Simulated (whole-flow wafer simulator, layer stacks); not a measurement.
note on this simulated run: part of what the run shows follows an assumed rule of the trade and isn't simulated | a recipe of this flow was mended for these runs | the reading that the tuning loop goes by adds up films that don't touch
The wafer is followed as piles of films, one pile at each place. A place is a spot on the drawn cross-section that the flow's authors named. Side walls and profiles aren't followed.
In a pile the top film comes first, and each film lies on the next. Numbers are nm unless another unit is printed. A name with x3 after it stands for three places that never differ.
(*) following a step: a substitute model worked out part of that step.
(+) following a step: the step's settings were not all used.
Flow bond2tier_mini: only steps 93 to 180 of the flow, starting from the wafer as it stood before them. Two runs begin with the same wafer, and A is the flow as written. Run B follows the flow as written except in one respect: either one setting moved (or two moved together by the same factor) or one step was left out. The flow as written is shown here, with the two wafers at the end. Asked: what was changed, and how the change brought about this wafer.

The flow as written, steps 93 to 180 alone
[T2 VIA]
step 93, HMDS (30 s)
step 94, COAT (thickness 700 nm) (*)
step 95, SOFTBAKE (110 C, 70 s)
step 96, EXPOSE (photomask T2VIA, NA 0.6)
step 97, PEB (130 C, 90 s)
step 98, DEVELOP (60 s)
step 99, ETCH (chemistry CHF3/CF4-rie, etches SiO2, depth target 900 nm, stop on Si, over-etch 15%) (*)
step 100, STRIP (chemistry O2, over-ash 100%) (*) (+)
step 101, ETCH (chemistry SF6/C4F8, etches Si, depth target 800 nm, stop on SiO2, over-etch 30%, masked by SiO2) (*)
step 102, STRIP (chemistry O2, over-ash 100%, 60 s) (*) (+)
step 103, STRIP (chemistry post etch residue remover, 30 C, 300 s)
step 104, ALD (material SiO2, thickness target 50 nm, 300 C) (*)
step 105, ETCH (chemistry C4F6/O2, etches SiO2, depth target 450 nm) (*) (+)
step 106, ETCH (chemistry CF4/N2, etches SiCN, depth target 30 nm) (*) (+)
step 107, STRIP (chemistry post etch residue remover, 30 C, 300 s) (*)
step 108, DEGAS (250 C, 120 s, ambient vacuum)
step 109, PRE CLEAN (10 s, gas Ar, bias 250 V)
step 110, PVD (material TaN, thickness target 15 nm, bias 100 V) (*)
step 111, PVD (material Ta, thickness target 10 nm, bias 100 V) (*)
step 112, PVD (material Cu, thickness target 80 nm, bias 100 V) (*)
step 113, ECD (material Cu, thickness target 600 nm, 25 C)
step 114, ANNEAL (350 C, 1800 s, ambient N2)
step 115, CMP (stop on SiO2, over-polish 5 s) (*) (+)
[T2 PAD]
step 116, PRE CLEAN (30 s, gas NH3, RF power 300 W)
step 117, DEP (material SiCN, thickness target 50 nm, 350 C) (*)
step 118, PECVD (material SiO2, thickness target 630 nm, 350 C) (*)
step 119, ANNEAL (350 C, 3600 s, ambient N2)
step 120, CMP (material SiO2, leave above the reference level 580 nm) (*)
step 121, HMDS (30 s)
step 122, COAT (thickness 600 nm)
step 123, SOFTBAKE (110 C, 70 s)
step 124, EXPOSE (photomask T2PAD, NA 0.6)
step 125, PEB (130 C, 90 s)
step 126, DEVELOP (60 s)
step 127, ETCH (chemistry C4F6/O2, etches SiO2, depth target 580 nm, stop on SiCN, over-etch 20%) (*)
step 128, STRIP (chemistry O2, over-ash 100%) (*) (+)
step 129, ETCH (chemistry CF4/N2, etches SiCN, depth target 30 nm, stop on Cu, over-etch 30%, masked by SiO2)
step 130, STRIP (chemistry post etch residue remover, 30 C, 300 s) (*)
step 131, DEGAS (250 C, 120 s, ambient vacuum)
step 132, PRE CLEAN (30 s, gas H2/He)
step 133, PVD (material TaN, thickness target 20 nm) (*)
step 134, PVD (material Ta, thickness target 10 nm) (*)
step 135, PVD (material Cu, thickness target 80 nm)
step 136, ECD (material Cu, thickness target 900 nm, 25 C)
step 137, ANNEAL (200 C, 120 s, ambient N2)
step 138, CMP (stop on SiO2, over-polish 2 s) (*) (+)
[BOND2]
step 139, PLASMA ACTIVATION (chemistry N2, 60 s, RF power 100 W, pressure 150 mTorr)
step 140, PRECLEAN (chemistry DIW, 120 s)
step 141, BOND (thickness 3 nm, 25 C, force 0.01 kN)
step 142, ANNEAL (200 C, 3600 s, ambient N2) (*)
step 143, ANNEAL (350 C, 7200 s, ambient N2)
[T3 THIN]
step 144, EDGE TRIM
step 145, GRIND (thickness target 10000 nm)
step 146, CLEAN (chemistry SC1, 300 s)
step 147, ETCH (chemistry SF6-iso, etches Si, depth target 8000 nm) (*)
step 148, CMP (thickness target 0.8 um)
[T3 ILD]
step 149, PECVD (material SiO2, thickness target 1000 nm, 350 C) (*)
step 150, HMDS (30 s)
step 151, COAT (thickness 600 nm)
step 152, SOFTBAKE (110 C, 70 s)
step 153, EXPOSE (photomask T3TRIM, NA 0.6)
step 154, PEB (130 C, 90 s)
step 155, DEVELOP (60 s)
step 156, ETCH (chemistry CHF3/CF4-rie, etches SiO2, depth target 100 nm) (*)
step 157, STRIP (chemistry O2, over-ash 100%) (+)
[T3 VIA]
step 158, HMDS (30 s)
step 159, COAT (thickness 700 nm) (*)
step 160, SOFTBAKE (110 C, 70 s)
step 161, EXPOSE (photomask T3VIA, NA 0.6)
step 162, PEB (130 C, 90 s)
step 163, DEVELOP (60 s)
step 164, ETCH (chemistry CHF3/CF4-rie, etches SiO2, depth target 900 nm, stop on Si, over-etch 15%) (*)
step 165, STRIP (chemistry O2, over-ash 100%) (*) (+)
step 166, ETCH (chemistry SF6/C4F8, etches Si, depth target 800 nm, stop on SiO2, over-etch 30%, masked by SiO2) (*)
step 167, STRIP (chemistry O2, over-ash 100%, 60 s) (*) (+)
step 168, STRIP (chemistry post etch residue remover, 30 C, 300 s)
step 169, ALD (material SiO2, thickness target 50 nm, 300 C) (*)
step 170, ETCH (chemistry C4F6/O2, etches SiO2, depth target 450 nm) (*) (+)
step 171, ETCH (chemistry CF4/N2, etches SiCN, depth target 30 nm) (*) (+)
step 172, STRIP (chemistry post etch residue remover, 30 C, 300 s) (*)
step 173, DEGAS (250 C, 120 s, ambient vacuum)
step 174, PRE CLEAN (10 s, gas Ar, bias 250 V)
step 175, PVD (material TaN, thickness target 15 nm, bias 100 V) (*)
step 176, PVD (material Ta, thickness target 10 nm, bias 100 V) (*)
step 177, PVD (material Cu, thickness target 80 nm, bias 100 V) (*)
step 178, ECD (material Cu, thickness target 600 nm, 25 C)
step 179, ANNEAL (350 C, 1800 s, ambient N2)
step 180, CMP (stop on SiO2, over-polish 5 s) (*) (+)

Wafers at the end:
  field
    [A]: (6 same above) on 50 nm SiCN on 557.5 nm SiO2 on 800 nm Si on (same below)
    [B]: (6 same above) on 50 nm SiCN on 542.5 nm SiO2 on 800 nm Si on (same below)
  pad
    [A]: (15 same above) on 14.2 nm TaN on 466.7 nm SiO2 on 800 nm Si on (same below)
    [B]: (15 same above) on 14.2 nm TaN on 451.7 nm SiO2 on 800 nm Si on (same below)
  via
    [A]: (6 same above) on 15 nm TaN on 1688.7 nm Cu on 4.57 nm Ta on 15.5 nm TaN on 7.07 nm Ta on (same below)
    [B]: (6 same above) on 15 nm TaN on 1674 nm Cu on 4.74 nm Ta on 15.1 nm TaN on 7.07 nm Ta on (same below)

Cause: step 104, ALD: thickness target 35 nm was run, though the flow has thickness target 50 nm.

Step by step, how the change led to this:
  step 104, ALD (material SiO2, thickness target 50 nm, 300 C) (*)
      field, pad, via: A +50 SiO2 | B +35 SiO2
  step 105, ETCH (chemistry C4F6/O2, etches SiO2, depth target 450 nm) (*) (+)
      via: A -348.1 SiO2 (all of it), -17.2 SiCN | B -333.1 SiO2 (all of it), -19.7 SiCN
  step 106, ETCH (chemistry CF4/N2, etches SiCN, depth target 30 nm) (*) (+)
      via: A -17.6 SiCN (all of it), -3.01 TaN | B -15.1 SiCN (all of it), -3.63 TaN
  step 112, PVD (material Cu, thickness target 80 nm, bias 100 V) (*)
      via: A +35 Cu (new film) | B +36.4 Cu (new film)
